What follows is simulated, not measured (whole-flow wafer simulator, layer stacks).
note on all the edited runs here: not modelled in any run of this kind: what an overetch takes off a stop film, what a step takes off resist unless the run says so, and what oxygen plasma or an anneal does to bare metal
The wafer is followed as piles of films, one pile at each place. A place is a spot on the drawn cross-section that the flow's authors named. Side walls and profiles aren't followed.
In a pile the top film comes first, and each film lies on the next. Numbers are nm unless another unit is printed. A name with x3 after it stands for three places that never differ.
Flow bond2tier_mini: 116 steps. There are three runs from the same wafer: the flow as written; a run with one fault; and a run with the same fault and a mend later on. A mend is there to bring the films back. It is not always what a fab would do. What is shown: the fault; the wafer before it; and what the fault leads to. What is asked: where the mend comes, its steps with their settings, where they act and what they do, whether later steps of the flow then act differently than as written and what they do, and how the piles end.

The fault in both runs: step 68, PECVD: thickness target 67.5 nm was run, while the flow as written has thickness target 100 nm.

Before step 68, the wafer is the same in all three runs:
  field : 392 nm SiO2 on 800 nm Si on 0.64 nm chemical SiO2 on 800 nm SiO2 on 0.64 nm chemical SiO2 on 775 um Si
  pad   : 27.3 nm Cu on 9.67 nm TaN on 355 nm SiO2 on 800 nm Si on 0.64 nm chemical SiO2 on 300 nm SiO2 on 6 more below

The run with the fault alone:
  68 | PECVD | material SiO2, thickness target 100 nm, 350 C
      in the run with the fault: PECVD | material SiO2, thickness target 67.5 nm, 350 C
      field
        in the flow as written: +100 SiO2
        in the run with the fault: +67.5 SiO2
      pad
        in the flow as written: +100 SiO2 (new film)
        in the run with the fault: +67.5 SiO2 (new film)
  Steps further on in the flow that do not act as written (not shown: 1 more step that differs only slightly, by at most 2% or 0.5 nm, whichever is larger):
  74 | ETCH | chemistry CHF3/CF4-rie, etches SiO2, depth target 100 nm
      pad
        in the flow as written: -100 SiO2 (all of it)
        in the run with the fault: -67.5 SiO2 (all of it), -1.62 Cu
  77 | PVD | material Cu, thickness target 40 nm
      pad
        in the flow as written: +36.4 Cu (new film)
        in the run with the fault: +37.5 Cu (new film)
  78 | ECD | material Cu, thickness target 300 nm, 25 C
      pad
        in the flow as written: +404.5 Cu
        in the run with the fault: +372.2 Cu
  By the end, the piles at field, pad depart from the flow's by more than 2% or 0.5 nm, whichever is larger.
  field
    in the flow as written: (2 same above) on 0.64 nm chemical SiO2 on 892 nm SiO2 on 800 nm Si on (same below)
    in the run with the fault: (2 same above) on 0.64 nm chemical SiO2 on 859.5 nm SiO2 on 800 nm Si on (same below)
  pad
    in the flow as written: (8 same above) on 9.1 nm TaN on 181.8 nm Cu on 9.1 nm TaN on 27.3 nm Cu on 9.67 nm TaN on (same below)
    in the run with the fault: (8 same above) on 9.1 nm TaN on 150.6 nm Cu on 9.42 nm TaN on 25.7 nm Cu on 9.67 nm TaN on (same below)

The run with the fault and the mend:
  After step 68 comes the mend.
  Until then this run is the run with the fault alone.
  68a | PECVD | material SiO2, thickness target 32.5 nm, 350 C (the flow's step 68 again, with other settings)
      field, pad
        +32.5 SiO2
  Every later step of the flow that is run acts as written at every place that is followed.
  At every place that both follow, the piles at the end match the flow's.
